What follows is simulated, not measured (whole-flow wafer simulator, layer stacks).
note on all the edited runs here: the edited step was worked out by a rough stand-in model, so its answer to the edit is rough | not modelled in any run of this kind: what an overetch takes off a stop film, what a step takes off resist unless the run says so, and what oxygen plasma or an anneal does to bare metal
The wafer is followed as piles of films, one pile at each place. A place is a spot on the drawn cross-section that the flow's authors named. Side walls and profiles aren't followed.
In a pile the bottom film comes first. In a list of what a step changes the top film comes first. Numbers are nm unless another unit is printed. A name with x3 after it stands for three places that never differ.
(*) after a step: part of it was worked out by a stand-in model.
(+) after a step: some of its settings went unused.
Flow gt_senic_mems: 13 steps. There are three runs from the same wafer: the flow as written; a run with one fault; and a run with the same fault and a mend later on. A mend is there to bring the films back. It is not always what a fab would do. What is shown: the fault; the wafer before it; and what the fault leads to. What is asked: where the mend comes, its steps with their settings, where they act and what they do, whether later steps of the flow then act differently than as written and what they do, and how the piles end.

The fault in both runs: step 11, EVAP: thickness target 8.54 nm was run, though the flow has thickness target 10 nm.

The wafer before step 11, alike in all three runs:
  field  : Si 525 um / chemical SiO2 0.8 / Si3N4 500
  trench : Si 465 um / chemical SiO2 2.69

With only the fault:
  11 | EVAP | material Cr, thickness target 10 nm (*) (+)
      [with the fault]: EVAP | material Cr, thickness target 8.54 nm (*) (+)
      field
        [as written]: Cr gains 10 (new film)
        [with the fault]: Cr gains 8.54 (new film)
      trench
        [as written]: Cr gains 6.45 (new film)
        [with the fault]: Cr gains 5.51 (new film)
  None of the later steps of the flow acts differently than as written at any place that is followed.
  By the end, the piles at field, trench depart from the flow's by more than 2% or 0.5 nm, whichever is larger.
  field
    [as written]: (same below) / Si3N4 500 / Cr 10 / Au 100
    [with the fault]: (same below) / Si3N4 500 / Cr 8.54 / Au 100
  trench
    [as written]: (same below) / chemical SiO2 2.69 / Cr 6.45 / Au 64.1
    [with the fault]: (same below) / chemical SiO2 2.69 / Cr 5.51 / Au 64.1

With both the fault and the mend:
  The mend stands after step 11.
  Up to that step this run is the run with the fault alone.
  11a | EVAP | material Cr, thickness target 1.46 nm (*) (a further turn of the flow's step 11, with different settings)
      field
        Cr gains 1.46
      trench
        Cr gains 0.94
  None of the later steps of the flow acts differently than as written at any place that is followed.
  When the end is reached, the piles differ only a little from the flow's at the places that both follow, at most by 2% or 0.5 nm, whichever is larger.
